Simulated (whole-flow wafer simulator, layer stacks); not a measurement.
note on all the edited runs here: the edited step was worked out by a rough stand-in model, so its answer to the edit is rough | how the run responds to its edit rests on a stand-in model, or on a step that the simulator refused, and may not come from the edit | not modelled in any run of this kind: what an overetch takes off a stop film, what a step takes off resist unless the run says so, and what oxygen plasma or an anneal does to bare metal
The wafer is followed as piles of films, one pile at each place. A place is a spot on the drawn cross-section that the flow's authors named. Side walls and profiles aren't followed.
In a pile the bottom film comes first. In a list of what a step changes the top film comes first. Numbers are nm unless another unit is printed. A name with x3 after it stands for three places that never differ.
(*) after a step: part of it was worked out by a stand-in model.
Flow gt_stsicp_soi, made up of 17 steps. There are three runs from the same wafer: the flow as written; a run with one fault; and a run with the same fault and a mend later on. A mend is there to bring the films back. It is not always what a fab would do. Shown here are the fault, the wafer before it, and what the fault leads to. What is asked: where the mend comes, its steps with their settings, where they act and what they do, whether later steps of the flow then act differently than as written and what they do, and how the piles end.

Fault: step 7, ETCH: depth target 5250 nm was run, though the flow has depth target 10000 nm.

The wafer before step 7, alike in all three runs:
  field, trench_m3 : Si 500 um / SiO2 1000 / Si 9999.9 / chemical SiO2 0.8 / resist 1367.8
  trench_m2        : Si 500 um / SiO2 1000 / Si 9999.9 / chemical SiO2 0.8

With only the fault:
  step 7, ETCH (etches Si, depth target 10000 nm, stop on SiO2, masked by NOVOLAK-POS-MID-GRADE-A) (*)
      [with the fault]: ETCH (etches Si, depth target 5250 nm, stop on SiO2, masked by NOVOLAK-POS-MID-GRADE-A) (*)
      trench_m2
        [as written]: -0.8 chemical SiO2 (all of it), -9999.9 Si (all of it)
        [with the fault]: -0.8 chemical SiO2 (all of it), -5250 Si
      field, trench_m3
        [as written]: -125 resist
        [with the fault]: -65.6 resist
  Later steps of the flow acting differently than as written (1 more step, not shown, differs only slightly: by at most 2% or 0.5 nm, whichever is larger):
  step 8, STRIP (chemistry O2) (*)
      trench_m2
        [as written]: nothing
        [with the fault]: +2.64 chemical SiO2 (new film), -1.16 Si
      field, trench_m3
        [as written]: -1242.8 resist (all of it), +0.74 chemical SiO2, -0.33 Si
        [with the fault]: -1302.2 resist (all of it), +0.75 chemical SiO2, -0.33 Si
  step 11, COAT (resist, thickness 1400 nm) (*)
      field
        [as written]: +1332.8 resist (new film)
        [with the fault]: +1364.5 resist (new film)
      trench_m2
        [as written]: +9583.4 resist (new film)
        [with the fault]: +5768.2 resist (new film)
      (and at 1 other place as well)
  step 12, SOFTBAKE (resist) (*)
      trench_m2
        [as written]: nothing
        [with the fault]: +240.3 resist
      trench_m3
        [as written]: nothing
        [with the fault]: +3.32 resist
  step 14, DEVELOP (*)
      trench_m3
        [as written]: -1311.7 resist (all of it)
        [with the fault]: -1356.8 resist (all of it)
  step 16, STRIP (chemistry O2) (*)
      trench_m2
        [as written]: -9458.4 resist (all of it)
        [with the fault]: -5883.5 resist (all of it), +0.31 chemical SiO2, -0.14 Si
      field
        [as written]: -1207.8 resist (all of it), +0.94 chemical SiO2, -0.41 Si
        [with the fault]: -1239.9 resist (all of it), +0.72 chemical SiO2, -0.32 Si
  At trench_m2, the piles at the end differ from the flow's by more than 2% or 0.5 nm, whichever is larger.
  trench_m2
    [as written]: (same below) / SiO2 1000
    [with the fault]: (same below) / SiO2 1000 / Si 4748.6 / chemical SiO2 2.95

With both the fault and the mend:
  The mend follows step 7.
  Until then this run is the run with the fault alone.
  step 7a, ETCH (etches Si, depth target 4750 nm, stop on SiO2, masked by NOVOLAK-POS-MID-GRADE-A) (*) (a further turn of the flow's step 7, with different settings)
      field, trench_m3
        -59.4 resist
      trench_m2
        -4749.9 Si (all of it)
  None of the later steps of the flow acts differently than as written at any place that is followed.
  At every place that both follow, the piles at the end match the flow's.
